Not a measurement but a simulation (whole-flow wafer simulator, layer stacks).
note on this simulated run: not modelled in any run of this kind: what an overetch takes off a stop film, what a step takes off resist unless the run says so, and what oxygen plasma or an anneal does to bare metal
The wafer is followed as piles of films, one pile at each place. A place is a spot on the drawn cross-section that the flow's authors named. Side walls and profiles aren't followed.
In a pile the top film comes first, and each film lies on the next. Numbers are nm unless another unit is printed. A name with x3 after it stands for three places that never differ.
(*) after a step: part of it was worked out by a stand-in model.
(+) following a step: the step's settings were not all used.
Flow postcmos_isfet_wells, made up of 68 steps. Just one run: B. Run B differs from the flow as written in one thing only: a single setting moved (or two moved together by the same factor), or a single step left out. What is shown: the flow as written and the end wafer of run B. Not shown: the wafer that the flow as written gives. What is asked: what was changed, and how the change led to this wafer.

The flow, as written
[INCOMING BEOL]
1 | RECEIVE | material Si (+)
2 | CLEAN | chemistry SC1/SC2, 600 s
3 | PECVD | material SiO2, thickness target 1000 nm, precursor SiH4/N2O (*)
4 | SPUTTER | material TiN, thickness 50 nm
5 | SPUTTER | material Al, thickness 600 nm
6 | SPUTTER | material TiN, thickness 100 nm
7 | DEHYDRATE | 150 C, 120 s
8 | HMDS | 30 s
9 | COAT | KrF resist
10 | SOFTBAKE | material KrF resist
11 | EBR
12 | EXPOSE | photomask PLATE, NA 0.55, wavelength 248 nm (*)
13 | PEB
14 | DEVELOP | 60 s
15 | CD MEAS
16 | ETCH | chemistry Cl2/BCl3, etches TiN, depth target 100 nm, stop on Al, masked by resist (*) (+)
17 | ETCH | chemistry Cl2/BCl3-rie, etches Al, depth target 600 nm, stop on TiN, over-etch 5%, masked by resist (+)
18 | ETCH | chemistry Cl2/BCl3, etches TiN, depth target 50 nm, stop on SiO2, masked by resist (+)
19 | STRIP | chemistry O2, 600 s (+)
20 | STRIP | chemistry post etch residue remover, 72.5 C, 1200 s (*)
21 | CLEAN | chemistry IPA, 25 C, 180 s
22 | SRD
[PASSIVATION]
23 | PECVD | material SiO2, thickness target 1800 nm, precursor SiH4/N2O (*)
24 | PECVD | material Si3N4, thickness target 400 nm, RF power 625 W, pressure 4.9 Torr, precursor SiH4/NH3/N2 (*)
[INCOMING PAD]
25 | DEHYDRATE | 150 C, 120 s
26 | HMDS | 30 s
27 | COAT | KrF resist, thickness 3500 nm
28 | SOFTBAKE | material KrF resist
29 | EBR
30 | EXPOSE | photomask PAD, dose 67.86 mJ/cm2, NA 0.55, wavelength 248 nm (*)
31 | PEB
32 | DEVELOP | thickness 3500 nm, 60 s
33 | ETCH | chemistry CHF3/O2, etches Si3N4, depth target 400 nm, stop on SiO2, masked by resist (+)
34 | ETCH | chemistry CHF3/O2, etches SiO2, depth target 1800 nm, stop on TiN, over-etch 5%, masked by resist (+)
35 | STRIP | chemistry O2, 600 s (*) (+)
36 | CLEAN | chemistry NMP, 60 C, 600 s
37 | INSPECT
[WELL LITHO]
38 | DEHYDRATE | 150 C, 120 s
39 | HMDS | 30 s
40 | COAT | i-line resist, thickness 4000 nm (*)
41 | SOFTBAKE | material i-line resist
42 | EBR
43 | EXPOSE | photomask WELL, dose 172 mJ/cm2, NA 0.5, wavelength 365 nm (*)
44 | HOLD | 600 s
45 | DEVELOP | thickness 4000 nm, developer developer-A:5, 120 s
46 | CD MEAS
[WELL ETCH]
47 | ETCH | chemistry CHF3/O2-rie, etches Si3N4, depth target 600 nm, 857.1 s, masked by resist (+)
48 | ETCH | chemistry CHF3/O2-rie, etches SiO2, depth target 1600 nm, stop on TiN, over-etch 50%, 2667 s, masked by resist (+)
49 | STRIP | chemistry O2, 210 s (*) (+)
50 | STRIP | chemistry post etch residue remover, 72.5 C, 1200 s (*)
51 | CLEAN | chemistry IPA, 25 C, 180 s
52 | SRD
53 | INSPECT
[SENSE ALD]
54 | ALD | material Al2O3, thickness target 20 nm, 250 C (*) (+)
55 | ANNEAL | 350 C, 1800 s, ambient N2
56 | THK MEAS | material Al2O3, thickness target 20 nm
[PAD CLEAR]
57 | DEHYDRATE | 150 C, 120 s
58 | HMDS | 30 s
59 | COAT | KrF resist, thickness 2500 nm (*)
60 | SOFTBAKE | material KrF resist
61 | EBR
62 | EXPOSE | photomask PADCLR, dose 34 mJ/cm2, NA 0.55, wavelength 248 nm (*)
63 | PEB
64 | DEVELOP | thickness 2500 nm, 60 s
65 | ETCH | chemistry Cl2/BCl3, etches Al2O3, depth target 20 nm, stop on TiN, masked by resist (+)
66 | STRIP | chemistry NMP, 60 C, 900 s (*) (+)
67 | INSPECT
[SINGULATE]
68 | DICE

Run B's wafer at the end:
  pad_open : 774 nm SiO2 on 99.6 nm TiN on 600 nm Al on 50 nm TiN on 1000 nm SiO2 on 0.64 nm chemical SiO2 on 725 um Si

What caused this: step 34, ETCH: depth target 1026 nm was run, whereas the flow has depth target 1800 nm.

The path from the change to this, step by step:
  34 | ETCH | chemistry CHF3/O2, etches SiO2, depth target 1800 nm, stop on TiN, over-etch 5%, masked by resist (+)
      pad_open: SiO2 loses 1026 (as written it would have been: SiO2 loses 1800 (all of it))
      field, margin, well900, well1300 x3, pad_rim, pad_clr: KrF resist loses 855 (as written it would have been: KrF resist loses 1500)
  35 | STRIP | chemistry O2, 600 s (*) (+)
      field, margin, well900, well1300 x3, pad_rim, pad_clr: KrF resist loses 2258.3 (all of it) (as written it would have been: KrF resist loses 1613.3 (all of it))
  40 | COAT | i-line resist, thickness 4000 nm (*)
      pad_clr: i-line resist gains 3503.9 (new film) (as written it would have been: i-line resist gains 3256.8 (new film))
      pad_open: i-line resist gains 4525.4 (new film) (as written it would have been: i-line resist gains 4804.7 (new film))
  41 | SOFTBAKE | material i-line resist
      pad_clr: i-line resist loses 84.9 (as written it would have been: i-line resist loses 156.7)
      pad_open: i-line resist gains 78.7 (as written it would have been: i-line resist gains 115.3)
  49 | STRIP | chemistry O2, 210 s (*) (+)
      pad_clr: i-line resist loses 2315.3 (all of it) (as written it would have been: i-line resist loses 1996.5 (all of it))
      pad_open: i-line resist loses 3500.4 (all of it) (as written it would have been: i-line resist loses 3816.3 (all of it))
  59 | COAT | KrF resist, thickness 2500 nm (*)
      pad_rim: KrF resist gains 2156.2 (new film) (as written it would have been: KrF resist gains 1976.4 (new film))
      pad_clr: KrF resist gains 1959 (new film) (as written it would have been: KrF resist gains 1691.6 (new film))
      (as well as at 1 more place)
  60 | SOFTBAKE | material KrF resist
      pad_clr: KrF resist loses 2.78 (as written it would have been: KrF resist loses 3.77)
  63 | PEB
      pad_rim: KrF resist loses 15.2 (as written it would have been: KrF resist loses 13.9)
      pad_clr: KrF resist loses 13.7 (as written it would have been: KrF resist loses 11.8)
      (as well as at 1 more place)
  64 | DEVELOP | thickness 2500 nm, 60 s
      pad_clr: KrF resist loses 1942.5 (all of it) (as written it would have been: KrF resist loses 1676 (all of it))
      pad_open: KrF resist loses 2848.3 (all of it) (as written it would have been: KrF resist loses 3045.1 (all of it))
  66 | STRIP | chemistry NMP, 60 C, 900 s (*) (+)
      pad_rim: KrF resist loses 2101.9 (all of it) (as written it would have been: KrF resist loses 1923.7 (all of it))
